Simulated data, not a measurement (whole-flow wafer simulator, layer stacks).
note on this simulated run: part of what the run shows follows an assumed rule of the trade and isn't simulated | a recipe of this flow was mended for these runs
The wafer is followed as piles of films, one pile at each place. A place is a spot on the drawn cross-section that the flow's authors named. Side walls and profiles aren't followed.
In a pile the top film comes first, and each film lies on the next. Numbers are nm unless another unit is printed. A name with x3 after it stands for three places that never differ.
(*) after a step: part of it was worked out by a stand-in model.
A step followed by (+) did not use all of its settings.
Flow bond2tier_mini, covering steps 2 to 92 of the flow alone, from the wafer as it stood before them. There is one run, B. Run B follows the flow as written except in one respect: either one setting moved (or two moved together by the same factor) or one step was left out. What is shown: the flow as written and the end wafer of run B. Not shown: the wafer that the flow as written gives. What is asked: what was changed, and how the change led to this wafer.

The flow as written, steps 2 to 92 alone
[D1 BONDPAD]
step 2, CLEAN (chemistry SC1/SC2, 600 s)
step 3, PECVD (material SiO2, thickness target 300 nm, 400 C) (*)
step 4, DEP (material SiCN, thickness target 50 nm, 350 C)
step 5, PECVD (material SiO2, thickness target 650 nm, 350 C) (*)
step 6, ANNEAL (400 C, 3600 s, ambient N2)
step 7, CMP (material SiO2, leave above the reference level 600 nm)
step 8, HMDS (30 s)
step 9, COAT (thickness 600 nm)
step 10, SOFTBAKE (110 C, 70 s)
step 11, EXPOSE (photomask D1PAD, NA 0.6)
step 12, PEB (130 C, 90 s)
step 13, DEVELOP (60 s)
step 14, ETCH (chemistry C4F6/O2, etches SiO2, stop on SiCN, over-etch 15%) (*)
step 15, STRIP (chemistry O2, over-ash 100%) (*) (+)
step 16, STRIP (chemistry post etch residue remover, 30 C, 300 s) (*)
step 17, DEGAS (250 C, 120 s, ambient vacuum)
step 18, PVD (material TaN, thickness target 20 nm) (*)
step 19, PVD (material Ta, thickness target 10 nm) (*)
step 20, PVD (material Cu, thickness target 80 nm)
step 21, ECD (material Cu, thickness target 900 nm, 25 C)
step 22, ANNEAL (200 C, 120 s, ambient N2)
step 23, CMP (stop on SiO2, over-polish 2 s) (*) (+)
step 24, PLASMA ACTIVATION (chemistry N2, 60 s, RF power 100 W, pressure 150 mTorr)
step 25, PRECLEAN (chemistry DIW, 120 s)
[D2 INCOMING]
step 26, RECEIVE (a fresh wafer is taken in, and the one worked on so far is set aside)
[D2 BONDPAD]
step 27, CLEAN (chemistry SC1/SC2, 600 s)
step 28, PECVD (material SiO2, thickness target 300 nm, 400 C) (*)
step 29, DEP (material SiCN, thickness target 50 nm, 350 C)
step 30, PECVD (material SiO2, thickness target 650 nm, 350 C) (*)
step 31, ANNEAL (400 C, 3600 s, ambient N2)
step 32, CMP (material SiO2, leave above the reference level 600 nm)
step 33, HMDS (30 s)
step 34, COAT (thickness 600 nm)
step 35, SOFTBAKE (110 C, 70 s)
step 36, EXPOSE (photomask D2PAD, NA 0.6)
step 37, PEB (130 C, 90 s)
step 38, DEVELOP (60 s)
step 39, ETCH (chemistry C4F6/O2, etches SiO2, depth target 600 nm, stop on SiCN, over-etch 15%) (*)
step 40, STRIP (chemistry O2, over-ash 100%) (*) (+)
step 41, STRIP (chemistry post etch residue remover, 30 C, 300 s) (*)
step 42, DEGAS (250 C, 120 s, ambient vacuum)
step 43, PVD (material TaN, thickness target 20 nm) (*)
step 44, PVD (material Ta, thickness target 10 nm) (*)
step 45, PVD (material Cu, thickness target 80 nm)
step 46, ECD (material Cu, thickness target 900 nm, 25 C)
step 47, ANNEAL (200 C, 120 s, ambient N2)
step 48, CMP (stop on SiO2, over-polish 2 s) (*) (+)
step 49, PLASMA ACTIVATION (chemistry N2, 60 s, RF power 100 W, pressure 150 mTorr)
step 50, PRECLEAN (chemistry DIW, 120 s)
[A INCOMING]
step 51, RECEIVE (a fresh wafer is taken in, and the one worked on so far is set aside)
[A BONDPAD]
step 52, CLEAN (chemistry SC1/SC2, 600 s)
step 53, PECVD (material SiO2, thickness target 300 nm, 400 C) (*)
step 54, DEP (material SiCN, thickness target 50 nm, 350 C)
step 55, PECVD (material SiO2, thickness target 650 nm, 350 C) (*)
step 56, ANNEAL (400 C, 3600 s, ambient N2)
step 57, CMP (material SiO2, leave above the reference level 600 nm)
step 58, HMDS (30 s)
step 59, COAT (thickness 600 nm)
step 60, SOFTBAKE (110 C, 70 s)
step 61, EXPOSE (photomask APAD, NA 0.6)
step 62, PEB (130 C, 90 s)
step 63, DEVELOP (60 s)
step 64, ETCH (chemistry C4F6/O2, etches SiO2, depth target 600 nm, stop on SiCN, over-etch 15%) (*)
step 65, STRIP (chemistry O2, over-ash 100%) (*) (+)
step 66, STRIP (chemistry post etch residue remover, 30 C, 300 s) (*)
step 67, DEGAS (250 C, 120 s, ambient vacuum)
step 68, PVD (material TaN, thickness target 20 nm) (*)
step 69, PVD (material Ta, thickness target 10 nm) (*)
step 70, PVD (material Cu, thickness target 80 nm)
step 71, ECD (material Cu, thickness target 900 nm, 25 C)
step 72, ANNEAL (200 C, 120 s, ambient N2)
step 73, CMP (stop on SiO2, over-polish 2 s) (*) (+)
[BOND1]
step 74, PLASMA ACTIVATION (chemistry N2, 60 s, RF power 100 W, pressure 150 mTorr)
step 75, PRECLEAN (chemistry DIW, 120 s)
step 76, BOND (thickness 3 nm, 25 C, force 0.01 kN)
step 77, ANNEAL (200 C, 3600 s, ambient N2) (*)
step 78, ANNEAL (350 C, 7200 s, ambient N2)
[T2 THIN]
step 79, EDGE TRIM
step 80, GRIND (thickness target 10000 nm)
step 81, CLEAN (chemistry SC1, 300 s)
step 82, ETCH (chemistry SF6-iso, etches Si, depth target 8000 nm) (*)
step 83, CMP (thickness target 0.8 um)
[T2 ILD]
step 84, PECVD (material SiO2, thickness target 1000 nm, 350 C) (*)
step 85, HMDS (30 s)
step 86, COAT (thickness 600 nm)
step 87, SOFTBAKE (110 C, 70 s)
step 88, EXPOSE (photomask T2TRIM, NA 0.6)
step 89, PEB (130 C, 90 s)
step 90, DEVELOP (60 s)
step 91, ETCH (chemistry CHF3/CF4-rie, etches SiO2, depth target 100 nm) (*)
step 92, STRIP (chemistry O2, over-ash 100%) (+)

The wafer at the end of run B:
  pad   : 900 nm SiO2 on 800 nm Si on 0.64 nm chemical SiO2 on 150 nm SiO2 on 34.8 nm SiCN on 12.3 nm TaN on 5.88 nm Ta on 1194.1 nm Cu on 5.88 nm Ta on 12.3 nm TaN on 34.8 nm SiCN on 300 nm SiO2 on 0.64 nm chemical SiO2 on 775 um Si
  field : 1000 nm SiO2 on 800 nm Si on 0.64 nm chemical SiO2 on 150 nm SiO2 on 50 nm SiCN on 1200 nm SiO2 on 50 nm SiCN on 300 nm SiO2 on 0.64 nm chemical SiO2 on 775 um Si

What caused this: step 3, PECVD: thickness target 150 nm was run, though the flow has thickness target 300 nm.
The wafer itself shows it: pad has SiO2 150, and step 3 as written asks for 300 nm.

The path from the change to this, step by step:
  step 3, PECVD (material SiO2, thickness target 300 nm, 400 C) (*)
      field, pad, via: SiO2 gains 150 (new film) (in the flow as written it would be: SiO2 gains 300 (new film))
  step 76, BOND (thickness 3 nm, 25 C, force 0.01 kN)
      field: Si gains 775 um (new film), chemical SiO2 gains 0.64 (new film), SiO2 gains 150 (new film), SiCN gains 50 (new film), SiO2 gains 600 (in the flow as written it would be: Si gains 775 um (new film), chemical SiO2 gains 0.64 (new film), SiO2 gains 300 (new film), SiCN gains 50 (new film), SiO2 gains 600)
      pad: Si gains 775 um (new film), chemical SiO2 gains 0.64 (new film), SiO2 gains 150 (new film), SiCN gains 34.8 (new film), TaN gains 12.3 (new film), Ta gains 5.88 (new film), Cu gains 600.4 (in the flow as written it would be: Si gains 775 um (new film), chemical SiO2 gains 0.64 (new film), SiO2 gains 300 (new film), SiCN gains 34.8 (new film), TaN gains 12.3 (new film), Ta gains 5.88 (new film), Cu gains 600.4)
      (as well as at 1 more place)
